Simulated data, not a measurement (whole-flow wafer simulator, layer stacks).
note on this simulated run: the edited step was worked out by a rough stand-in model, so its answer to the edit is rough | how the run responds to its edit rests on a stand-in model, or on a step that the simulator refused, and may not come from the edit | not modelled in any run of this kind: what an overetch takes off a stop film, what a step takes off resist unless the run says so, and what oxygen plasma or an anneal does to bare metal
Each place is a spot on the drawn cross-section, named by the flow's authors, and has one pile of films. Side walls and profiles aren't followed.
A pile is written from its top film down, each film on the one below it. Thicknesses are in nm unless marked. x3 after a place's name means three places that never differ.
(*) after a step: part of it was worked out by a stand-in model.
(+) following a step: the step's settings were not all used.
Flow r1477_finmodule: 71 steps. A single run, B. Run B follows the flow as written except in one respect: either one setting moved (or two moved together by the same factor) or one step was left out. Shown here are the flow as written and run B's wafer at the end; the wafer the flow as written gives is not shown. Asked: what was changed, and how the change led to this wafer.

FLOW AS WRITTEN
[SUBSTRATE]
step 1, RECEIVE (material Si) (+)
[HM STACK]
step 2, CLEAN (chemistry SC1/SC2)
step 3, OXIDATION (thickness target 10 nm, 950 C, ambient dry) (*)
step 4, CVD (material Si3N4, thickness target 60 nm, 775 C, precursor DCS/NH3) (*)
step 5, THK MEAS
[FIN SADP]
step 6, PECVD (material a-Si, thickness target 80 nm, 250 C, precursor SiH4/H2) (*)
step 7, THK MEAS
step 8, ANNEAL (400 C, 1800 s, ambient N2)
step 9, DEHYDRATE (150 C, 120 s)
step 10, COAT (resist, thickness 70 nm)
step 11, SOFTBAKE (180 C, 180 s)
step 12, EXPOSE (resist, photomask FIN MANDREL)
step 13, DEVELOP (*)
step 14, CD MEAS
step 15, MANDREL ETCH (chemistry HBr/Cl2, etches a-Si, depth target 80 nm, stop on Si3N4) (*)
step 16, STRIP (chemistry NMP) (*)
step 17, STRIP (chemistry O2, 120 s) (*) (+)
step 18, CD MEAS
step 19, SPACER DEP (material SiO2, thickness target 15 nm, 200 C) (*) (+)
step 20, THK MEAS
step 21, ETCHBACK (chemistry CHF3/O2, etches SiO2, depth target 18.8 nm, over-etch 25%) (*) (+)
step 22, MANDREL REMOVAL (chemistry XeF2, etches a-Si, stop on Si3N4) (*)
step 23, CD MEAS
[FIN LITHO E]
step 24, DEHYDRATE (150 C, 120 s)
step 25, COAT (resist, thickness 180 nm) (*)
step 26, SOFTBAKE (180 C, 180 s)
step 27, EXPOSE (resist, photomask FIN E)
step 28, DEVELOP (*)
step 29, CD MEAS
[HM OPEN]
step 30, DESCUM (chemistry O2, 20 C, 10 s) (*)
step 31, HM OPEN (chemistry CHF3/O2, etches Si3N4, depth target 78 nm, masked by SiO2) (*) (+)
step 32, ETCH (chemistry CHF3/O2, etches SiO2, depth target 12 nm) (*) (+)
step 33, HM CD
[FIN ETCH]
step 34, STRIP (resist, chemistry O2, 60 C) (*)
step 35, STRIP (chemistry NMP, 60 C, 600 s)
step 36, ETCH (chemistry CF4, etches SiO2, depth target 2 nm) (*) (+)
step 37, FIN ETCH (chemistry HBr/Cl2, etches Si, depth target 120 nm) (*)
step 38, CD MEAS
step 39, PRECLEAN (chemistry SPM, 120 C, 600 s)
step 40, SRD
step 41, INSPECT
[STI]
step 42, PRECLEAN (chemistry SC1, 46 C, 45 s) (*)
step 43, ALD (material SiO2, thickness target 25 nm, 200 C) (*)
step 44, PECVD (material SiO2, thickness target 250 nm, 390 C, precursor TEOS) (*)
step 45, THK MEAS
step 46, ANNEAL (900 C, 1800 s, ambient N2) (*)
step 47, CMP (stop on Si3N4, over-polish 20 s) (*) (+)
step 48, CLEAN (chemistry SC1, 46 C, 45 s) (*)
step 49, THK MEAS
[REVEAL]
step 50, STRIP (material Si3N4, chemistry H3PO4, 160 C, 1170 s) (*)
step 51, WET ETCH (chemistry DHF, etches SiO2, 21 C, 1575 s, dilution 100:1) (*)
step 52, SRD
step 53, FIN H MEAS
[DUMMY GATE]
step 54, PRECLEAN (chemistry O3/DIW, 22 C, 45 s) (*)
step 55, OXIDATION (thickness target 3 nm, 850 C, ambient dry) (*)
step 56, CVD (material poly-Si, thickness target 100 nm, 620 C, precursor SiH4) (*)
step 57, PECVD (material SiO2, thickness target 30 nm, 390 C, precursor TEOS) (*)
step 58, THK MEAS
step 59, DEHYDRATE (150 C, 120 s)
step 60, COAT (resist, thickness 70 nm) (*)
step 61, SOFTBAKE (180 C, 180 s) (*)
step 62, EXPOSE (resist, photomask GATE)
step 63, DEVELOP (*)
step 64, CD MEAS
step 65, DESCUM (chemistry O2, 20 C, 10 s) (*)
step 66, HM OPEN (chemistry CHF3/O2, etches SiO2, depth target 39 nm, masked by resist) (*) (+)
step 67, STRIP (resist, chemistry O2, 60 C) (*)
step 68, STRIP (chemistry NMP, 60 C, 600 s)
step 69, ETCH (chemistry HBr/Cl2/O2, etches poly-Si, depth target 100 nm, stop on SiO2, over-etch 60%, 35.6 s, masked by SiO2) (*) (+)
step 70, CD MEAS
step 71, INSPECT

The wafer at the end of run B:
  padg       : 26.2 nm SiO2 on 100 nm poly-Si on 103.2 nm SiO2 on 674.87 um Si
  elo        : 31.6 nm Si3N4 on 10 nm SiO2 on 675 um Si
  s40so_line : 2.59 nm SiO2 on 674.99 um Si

What caused this: step 57, PECVD: thickness target 31.5 nm was run, though the flow has thickness target 30 nm.

The path from the change to this, step by step:
  step 57, PECVD (material SiO2, thickness target 30 nm, 390 C, precursor TEOS) (*)
      pad, padg, elg and 33 more: SiO2 gains 31.5 (new film) (in the flow as written it would be: SiO2 gains 30 (new film))
  step 66, HM OPEN (chemistry CHF3/O2, etches SiO2, depth target 39 nm, masked by resist) (*) (+)
      pad, elo, eso and 15 more: SiO2 loses 31.5 (all of it), poly-Si loses 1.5 (in the flow as written it would be: SiO2 loses 30 (all of it), poly-Si loses 1.8)
